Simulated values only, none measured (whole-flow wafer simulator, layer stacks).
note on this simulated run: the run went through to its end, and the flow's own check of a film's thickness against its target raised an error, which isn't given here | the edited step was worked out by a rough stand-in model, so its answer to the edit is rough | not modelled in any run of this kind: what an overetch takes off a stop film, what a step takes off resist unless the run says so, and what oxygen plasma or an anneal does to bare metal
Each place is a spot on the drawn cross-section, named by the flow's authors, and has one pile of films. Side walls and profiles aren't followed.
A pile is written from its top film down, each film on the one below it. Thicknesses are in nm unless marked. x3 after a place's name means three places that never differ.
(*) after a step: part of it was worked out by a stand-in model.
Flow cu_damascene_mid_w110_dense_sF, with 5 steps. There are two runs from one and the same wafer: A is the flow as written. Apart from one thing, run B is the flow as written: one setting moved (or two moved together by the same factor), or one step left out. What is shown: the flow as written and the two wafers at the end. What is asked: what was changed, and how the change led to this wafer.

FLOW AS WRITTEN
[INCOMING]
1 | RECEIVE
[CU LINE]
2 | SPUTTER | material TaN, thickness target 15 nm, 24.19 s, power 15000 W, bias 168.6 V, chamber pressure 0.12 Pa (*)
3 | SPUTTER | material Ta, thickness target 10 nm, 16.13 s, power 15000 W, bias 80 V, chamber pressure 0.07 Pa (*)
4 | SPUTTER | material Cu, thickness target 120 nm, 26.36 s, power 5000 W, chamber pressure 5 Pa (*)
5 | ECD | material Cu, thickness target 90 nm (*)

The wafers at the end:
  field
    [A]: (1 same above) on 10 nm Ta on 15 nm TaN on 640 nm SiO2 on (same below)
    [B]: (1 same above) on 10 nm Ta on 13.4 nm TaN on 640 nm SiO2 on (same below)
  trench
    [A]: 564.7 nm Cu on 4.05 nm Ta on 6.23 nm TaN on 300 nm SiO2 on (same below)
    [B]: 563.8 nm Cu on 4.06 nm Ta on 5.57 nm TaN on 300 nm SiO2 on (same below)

The reason: step 2, SPUTTER: thickness target 13.4 nm was run, whereas the flow has thickness target 15 nm; step 2, SPUTTER: 21.65 s was run, where the flow has 24.19 s.
One can read it off the wafer: field has TaN 13.4, and step 2 as written asks for 15 nm.

How this came from the change, step by step:
  2 | SPUTTER | material TaN, thickness target 15 nm, 24.19 s, power 15000 W, bias 168.6 V, chamber pressure 0.12 Pa (*)
      field: A TaN gains 15 (new film) | B TaN gains 13.4 (new film)
      trench: A TaN gains 6.23 (new film) | B TaN gains 5.57 (new film)
